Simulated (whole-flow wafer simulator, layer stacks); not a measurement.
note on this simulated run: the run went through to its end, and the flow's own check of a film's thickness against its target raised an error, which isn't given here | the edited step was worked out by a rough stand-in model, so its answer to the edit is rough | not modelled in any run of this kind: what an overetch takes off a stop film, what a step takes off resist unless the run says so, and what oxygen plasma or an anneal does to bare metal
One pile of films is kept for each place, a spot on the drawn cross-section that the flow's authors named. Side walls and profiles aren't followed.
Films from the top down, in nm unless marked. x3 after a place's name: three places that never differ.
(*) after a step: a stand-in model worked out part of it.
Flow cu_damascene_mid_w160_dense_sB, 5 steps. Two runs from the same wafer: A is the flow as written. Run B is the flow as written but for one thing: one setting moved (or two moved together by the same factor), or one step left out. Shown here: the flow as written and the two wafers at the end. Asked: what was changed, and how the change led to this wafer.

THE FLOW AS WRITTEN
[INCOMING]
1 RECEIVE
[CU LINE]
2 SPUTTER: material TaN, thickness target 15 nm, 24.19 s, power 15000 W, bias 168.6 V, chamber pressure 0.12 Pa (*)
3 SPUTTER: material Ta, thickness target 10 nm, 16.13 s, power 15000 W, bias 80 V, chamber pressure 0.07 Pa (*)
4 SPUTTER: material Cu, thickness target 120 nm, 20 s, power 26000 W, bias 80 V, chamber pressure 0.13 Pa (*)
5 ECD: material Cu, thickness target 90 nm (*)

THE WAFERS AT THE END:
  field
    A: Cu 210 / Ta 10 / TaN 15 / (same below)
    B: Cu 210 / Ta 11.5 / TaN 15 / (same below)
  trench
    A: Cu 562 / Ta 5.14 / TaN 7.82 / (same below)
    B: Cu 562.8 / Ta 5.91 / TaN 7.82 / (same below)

The cause: step 3, SPUTTER: thickness target 11.5 nm was run, where the flow has thickness target 10 nm; step 3, SPUTTER: 18.55 s was run, where the flow has 16.13 s.
It can be read off the wafer: field has Ta 11.5, and step 3 as written asks for 10 nm.

How the change led to this, step by step:
  3 SPUTTER: material Ta, thickness target 10 nm, 16.13 s, power 15000 W, bias 80 V, chamber pressure 0.07 Pa (*)
      field: A Ta +10 (new film) | B Ta +11.5 (new film)
      trench: A Ta +5.14 (new film) | B Ta +5.91 (new film)
